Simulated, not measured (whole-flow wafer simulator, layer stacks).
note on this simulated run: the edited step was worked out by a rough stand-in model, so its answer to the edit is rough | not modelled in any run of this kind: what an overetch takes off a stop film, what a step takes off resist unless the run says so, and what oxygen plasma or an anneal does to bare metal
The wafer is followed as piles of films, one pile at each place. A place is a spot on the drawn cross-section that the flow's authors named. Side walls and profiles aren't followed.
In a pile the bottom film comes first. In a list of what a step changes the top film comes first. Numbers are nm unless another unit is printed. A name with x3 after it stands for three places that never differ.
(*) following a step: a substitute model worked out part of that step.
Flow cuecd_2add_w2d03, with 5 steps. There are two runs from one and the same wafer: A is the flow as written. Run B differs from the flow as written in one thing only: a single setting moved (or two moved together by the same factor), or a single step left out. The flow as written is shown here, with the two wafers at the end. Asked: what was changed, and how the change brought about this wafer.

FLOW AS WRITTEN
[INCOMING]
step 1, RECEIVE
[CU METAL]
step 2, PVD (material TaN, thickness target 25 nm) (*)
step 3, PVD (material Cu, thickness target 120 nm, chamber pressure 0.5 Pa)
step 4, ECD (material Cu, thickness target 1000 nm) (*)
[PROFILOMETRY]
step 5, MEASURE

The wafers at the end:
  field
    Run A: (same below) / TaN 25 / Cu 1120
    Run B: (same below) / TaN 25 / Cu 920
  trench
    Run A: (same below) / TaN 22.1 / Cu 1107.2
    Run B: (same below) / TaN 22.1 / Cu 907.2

The reason: step 4, ECD: thickness target 800 nm was run, whereas the flow has thickness target 1000 nm.

Step by step, how the change led to this:
  step 4, ECD (material Cu, thickness target 1000 nm) (*)
      field, trench: A +1000 Cu | B +800 Cu
